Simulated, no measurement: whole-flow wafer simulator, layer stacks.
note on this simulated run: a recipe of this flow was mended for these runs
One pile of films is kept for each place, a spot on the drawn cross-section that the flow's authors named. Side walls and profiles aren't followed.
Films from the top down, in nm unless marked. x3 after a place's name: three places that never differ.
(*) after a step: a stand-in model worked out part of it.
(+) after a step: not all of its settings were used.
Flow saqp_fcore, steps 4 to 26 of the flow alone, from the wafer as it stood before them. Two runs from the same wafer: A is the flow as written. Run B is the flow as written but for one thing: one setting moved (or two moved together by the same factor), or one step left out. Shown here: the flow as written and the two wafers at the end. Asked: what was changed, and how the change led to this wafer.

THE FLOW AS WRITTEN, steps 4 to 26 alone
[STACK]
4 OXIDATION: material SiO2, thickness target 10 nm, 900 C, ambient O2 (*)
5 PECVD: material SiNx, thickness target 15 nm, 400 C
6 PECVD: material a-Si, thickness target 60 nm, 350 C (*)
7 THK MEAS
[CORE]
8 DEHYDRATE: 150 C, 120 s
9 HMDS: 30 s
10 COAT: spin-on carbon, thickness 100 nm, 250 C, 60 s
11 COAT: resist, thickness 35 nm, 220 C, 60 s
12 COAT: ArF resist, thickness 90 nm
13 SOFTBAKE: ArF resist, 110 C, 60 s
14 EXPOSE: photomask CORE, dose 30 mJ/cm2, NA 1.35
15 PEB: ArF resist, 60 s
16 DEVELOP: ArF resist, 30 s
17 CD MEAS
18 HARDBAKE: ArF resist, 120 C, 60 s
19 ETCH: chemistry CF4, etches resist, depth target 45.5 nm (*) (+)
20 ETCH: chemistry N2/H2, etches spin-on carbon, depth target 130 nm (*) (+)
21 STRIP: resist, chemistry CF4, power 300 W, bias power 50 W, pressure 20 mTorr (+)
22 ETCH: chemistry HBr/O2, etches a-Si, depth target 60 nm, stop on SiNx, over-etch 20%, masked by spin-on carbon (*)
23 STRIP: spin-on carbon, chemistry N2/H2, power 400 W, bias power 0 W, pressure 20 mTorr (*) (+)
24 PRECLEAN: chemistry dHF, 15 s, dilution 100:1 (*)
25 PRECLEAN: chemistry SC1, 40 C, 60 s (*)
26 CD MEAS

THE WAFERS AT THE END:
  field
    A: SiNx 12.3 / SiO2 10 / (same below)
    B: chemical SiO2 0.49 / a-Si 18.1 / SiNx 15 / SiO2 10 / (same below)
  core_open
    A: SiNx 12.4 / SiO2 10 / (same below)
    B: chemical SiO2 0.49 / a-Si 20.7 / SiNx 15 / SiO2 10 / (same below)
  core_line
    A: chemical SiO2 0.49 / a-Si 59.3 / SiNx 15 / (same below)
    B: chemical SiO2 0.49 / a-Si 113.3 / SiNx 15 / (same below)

The cause: step 6, PECVD: thickness target 114 nm was run, where the flow has thickness target 60 nm.

How the change led to this, step by step:
  6 PECVD: material a-Si, thickness target 60 nm, 350 C (*)
      field, core_open, core_line: A a-Si +60 (new film) | B a-Si +114 (new film)
  22 ETCH: chemistry HBr/O2, etches a-Si, depth target 60 nm, stop on SiNx, over-etch 20%, masked by spin-on carbon (*)
      field: A a-Si -36.8 (all of it), SiNx -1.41 | B a-Si -72
      core_open: A a-Si -39.4 (all of it), SiNx -1.3 | B a-Si -72
      (and at 1 more place)
  23 STRIP: spin-on carbon, chemistry N2/H2, power 400 W, bias power 0 W, pressure 20 mTorr (*) (+)
      core_line: A spin-on carbon -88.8 (all of it) | B spin-on carbon -83.8 (all of it)
  24 PRECLEAN: chemistry dHF, 15 s, dilution 100:1 (*)
      field, core_open: A SiNx -1.31 | B nothing
  25 PRECLEAN: chemistry SC1, 40 C, 60 s (*)
      field, core_open: A nothing | B chemical SiO2 +0.49 (new film), a-Si -0.7
